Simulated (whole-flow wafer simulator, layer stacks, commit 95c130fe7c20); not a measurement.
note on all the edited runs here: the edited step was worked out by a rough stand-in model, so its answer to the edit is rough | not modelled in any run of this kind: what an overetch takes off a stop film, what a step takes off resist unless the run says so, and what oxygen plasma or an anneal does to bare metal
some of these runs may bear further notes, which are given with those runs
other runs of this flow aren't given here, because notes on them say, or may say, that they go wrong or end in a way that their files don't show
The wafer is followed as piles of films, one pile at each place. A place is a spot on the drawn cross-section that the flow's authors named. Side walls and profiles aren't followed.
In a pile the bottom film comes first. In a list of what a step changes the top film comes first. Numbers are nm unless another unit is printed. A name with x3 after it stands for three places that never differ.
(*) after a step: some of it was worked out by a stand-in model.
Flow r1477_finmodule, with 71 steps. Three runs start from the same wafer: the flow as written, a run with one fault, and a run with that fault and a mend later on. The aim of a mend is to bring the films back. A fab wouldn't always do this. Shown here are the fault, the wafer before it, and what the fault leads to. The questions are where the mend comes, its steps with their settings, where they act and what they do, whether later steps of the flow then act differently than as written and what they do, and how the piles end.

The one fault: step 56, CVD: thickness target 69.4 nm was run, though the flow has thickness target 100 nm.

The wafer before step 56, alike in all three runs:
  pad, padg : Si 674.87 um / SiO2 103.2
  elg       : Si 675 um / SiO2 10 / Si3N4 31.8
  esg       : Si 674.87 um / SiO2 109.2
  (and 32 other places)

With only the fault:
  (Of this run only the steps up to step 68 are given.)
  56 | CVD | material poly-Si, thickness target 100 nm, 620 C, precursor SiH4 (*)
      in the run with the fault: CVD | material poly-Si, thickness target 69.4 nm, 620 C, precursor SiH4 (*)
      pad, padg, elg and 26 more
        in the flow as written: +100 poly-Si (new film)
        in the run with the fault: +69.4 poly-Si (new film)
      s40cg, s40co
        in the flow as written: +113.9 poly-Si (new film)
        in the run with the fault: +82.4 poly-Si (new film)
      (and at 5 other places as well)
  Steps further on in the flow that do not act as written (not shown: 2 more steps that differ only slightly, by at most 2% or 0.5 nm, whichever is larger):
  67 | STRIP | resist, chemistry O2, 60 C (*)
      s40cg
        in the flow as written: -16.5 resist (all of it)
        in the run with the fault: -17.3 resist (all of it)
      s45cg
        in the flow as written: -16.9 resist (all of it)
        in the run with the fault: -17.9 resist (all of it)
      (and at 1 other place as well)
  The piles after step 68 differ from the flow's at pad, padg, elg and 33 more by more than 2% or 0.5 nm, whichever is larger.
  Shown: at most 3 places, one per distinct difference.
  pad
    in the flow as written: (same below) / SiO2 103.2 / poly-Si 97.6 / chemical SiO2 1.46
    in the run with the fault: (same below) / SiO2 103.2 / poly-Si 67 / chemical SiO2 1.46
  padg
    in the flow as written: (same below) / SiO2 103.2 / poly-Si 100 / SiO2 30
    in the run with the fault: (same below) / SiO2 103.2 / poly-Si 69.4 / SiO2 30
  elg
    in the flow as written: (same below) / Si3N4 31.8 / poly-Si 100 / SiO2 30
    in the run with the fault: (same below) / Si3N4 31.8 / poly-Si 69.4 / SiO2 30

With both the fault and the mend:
  After step 56 comes the mend.
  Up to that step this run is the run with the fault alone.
  56a | ETCH | chemistry tmah, depth target 126.7 nm
      pad, padg, elg and 26 more
        -69.4 poly-Si (all of it)
      s40cg, s40co
        -82.4 poly-Si (all of it)
      s45cg, s45co
        -81.6 poly-Si (all of it)
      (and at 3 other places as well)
  56b | CLEAN | chemistry SC1, 46 C, 45 s (*) (a further turn of the flow's step 48)
      s40sg_line, s45sg_line, s50sg_line, s40so_line, s45so_line, s50so_line
        -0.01 SiO2
  56c | CVD | material poly-Si, thickness target 100 nm, 620 C, precursor SiH4 (*) (a further turn of the flow's step 56)
      pad, padg, elg and 26 more
        +100 poly-Si (new film)
      s40cg, s40co
        +113.9 poly-Si (new film)
      s45cg, s45co
        +113.4 poly-Si (new film)
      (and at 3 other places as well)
  Every later step of the flow that is run acts as written, at every place that is followed, to within 2% or 0.5 nm, whichever is larger.
  When the end is reached, the piles differ only a little from the flow's at the places that both follow, at most by 2% or 0.5 nm, whichever is larger.
